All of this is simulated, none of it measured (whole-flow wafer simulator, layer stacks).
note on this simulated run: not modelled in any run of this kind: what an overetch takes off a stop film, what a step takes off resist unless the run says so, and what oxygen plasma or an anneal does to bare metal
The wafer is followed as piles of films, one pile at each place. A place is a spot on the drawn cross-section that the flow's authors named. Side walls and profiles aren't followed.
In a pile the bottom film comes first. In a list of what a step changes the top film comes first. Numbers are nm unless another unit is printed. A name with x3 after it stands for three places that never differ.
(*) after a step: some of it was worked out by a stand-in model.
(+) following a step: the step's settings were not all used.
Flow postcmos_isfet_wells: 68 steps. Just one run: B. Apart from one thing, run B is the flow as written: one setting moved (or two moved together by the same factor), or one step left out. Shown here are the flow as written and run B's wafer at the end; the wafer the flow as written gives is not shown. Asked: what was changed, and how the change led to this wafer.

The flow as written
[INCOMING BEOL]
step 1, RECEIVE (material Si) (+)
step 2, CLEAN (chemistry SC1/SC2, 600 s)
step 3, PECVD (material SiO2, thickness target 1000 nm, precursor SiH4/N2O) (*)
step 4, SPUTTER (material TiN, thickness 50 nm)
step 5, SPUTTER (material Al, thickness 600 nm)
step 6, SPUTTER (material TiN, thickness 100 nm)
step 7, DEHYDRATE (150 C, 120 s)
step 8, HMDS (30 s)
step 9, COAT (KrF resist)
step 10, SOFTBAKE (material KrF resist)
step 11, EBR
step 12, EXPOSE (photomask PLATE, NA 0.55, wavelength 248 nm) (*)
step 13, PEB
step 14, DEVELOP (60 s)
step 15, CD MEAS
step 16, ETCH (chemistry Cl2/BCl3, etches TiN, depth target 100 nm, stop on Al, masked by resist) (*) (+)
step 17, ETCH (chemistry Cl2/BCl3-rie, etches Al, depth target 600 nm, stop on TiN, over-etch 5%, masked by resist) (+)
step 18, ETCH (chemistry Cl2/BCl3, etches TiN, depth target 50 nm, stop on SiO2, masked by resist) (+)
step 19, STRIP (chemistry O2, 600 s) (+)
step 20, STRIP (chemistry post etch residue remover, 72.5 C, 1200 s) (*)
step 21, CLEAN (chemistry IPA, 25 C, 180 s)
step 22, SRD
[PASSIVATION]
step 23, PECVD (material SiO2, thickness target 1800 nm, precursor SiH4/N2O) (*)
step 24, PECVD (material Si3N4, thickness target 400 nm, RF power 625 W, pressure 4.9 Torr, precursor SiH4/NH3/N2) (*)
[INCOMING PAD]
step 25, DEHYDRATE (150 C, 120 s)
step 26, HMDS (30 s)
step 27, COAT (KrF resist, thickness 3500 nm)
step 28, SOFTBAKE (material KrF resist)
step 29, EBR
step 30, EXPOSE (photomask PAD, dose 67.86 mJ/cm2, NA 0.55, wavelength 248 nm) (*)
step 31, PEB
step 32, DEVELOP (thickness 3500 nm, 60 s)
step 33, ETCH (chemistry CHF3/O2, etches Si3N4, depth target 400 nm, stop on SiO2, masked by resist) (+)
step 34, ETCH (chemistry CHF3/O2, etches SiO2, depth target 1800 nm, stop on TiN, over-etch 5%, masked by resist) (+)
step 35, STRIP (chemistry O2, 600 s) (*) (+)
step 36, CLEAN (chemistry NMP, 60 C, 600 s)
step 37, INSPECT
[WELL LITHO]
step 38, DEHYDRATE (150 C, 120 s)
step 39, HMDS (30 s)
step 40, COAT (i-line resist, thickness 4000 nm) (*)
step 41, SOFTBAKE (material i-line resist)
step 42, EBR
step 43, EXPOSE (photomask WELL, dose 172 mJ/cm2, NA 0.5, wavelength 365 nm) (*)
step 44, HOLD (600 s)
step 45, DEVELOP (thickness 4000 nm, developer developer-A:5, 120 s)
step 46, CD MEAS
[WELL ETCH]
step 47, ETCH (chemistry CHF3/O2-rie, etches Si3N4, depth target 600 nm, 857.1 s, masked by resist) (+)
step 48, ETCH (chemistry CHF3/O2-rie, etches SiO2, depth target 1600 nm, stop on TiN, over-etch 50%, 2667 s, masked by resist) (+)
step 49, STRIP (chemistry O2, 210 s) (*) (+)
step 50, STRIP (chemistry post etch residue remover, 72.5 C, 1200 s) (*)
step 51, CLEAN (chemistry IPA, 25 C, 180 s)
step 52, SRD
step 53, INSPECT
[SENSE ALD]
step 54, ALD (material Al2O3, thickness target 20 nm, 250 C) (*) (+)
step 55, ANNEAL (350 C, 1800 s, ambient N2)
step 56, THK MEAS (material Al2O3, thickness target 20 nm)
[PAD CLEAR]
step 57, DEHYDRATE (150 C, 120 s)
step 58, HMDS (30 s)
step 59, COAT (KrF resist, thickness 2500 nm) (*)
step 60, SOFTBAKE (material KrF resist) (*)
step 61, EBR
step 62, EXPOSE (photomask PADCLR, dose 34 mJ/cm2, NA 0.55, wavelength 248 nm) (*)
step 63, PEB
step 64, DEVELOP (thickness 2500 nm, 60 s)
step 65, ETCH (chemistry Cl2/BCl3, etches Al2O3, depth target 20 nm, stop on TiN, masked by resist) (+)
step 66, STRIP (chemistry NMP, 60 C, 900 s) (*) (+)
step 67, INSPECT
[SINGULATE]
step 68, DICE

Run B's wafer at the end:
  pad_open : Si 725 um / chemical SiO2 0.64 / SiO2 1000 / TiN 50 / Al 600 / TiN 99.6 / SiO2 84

The reason: step 33, ETCH: depth target 320 nm was run, while the flow as written has depth target 400 nm.

The path from the change to this, step by step:
  step 33, ETCH (chemistry CHF3/O2, etches Si3N4, depth target 400 nm, stop on SiO2, masked by resist) (+)
      pad_open: -320 Si3N4 (in the flow as written it would be: -400 Si3N4 (all of it))
      field, margin, well900, well1300 x3, pad_rim, pad_clr: -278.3 KrF resist (in the flow as written it would be: -347.8 KrF resist)
  step 34, ETCH (chemistry CHF3/O2, etches SiO2, depth target 1800 nm, stop on TiN, over-etch 5%, masked by resist) (+)
      pad_open: -80 Si3N4 (all of it), -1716 SiO2 (in the flow as written it would be: -1800 SiO2 (all of it))
  step 35, STRIP (chemistry O2, 600 s) (*) (+)
      field, margin, well900, well1300 x3, pad_rim, pad_clr: -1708 KrF resist (all of it) (in the flow as written it would be: -1638.4 KrF resist (all of it))
  step 41, SOFTBAKE (material i-line resist)
      pad_clr: -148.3 i-line resist (in the flow as written it would be: -156.7 i-line resist)
      pad_open: +111.6 i-line resist (in the flow as written it would be: +115.3 i-line resist)
